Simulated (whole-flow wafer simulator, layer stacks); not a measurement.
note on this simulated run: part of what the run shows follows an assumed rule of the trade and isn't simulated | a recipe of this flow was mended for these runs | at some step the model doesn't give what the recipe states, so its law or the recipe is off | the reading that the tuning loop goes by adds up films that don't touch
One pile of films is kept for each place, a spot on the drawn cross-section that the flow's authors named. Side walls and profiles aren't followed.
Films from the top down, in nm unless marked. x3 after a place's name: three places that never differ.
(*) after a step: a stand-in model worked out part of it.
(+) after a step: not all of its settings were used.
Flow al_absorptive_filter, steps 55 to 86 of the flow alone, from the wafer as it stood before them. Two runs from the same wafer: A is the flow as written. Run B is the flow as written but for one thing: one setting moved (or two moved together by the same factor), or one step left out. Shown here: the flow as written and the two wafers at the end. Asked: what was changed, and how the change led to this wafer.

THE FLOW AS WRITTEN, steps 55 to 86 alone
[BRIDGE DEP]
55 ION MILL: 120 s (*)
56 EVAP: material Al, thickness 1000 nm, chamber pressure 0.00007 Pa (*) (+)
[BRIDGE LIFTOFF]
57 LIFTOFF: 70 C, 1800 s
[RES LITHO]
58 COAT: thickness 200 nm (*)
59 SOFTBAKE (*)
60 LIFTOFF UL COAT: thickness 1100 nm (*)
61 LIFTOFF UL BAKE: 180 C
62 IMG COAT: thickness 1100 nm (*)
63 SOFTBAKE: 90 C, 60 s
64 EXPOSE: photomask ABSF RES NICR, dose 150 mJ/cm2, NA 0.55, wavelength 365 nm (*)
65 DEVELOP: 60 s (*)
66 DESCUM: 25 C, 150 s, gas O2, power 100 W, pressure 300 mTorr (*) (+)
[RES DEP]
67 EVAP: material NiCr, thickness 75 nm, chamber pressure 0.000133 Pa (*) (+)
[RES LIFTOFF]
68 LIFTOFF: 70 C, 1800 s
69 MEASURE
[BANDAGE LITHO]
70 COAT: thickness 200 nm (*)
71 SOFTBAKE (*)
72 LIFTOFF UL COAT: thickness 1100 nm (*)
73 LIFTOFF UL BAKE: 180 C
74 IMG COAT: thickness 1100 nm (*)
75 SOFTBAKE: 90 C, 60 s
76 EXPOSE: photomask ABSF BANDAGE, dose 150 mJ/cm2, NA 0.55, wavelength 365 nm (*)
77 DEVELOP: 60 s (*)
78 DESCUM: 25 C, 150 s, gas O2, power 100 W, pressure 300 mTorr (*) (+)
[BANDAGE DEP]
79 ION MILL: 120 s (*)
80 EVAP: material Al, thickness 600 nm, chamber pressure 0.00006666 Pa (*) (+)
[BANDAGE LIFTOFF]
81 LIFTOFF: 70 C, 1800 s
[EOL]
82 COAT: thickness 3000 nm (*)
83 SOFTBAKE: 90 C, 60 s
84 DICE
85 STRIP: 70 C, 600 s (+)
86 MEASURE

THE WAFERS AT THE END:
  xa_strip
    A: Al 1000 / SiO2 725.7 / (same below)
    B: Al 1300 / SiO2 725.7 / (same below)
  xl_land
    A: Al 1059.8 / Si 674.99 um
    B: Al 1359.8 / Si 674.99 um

The cause: step 56, EVAP: thickness 1300 nm was run, where the flow has thickness 1000 nm.
It can be read off the wafer: xa_strip has Al 1300, and step 56 as written asks for 1000 nm.

How the change led to this, step by step:
  56 EVAP: material Al, thickness 1000 nm, chamber pressure 0.00007 Pa (*) (+)
      gnd, pad_far, pad_near and 10 more: A Al +1000 (new film) | B Al +1300 (new film)
      xl_land: A Al +1000 | B Al +1300
  57 LIFTOFF: 70 C, 1800 s
      gnd, xa_field, idc_field: A Al -1000 (all of it), i-line-resist -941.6 (all of it), lift-off-underlayer -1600 (all of it), acrylic-e-beam-resist -200 (all of it) | B Al -1300 (all of it), i-line-resist -941.6 (all of it), lift-off-underlayer -1600 (all of it), acrylic-e-beam-resist -200 (all of it)
      pad_far: A Al -1000 (all of it), i-line-resist -940.5 (all of it), lift-off-underlayer -1591.1 (all of it), acrylic-e-beam-resist -198.5 (all of it) | B Al -1300 (all of it), i-line-resist -940.5 (all of it), lift-off-underlayer -1591.1 (all of it), acrylic-e-beam-resist -198.5 (all of it)
      (and at 6 more places)
  58 COAT: thickness 200 nm (*)
      xa_margin: A acrylic-e-beam-resist +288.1 (new film) | B acrylic-e-beam-resist +341 (new film)
      xa_strip: A acrylic-e-beam-resist +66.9 (new film) | B acrylic-e-beam-resist +53.6 (new film)
      (and at 1 more place)
  60 LIFTOFF UL COAT: thickness 1100 nm (*)
      xa_margin: A lift-off-underlayer +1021 (new film) | B lift-off-underlayer +1131.4 (new film)
      xa_strip: A lift-off-underlayer +459.8 (new film) | B lift-off-underlayer +392.3 (new film)
  62 IMG COAT: thickness 1100 nm (*)
      xa_margin: A i-line-resist +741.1 (new film) | B i-line-resist +658.1 (new film)
      xa_strip: A i-line-resist +577.9 (new film) | B i-line-resist +457.6 (new film)
  63 SOFTBAKE: 90 C, 60 s
      xa_strip: A i-line-resist -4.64 | B i-line-resist -3.91
  68 LIFTOFF: 70 C, 1800 s
      xa_margin: A NiCr -75 (all of it), i-line-resist -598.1 (all of it), lift-off-underlayer -1021 (all of it), acrylic-e-beam-resist -288.1 (all of it) | B NiCr -75 (all of it), i-line-resist -514.6 (all of it), lift-off-underlayer -1131.4 (all of it), acrylic-e-beam-resist -341 (all of it)
      xa_strip: A NiCr -75 (all of it), i-line-resist -433.3 (all of it), lift-off-underlayer -459.8 (all of it), acrylic-e-beam-resist -66.9 (all of it) | B NiCr -75 (all of it), i-line-resist -313.8 (all of it), lift-off-underlayer -392.3 (all of it), acrylic-e-beam-resist -53.6 (all of it)
      (and at 1 more place)
  70 COAT: thickness 200 nm (*)
      xa_margin: A acrylic-e-beam-resist +288.1 (new film) | B acrylic-e-beam-resist +341 (new film)
      xa_strip: A acrylic-e-beam-resist +66.9 (new film) | B acrylic-e-beam-resist +53.6 (new film)
  72 LIFTOFF UL COAT: thickness 1100 nm (*)
      xa_margin: A lift-off-underlayer +1021 (new film) | B lift-off-underlayer +1131.4 (new film)
      xa_strip: A lift-off-underlayer +459.8 (new film) | B lift-off-underlayer +392.3 (new film)
  74 IMG COAT: thickness 1100 nm (*)
      xa_margin: A i-line-resist +741.1 (new film) | B i-line-resist +658.1 (new film)
      xa_strip: A i-line-resist +577.9 (new film) | B i-line-resist +457.6 (new film)
  75 SOFTBAKE: 90 C, 60 s
      xa_strip: A i-line-resist -4.64 | B i-line-resist -3.91
  81 LIFTOFF: 70 C, 1800 s
      xa_margin: A Al -600 (all of it), i-line-resist -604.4 (all of it), lift-off-underlayer -1021 (all of it), acrylic-e-beam-resist -288.1 (all of it) | B Al -600 (all of it), i-line-resist -520.9 (all of it), lift-off-underlayer -1131.4 (all of it), acrylic-e-beam-resist -341 (all of it)
      xa_strip: A Al -600 (all of it), i-line-resist -439.6 (all of it), lift-off-underlayer -459.8 (all of it), acrylic-e-beam-resist -66.9 (all of it) | B Al -600 (all of it), i-line-resist -320.1 (all of it), lift-off-underlayer -392.3 (all of it), acrylic-e-beam-resist -53.6 (all of it)
  82 COAT: thickness 3000 nm (*)
      xa_margin: A i-line-resist +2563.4 (new film) | B i-line-resist +2628.8 (new film)
      xa_strip: A i-line-resist +1594.3 (new film) | B i-line-resist +1368.4 (new film)
  83 SOFTBAKE: 90 C, 60 s
      xa_margin: A i-line-resist -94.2 | B i-line-resist -109.8
      xa_strip: A i-line-resist -117.3 | B i-line-resist -137.1
  85 STRIP: 70 C, 600 s (+)
      xa_strip: A i-line-resist -1477 (all of it) | B i-line-resist -1231.3 (all of it)
